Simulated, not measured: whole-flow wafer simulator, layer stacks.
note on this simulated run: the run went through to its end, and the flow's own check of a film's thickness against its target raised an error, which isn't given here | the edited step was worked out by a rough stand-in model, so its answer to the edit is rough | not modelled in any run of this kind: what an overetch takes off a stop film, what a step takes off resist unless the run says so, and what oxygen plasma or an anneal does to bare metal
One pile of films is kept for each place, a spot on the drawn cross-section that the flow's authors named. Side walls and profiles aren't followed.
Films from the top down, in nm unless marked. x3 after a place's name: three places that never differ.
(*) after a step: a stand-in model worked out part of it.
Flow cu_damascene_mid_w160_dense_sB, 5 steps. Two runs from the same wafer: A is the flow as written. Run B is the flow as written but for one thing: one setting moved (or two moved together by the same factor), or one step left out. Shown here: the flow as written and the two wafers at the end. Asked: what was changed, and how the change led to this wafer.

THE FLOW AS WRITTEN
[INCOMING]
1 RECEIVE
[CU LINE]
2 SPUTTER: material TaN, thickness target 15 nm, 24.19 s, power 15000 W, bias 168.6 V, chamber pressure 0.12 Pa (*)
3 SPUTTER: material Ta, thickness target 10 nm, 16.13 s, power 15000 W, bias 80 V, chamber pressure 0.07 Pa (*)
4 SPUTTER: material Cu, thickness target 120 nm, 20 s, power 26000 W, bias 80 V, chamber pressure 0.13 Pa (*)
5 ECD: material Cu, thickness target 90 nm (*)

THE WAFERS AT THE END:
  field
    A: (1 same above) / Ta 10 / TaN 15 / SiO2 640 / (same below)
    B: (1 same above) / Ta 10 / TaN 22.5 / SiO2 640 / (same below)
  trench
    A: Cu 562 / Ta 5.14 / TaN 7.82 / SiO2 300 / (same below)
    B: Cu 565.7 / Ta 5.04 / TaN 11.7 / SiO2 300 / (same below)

The cause: step 2, SPUTTER: thickness target 22.5 nm was run, where the flow has thickness target 15 nm.
It can be read off the wafer: field has TaN 22.5, and step 2 as written asks for 15 nm.

How the change led to this, step by step:
  2 SPUTTER: material TaN, thickness target 15 nm, 24.19 s, power 15000 W, bias 168.6 V, chamber pressure 0.12 Pa (*)
      field: A TaN +15 (new film) | B TaN +22.5 (new film)
      trench: A TaN +7.82 (new film) | B TaN +11.7 (new film)
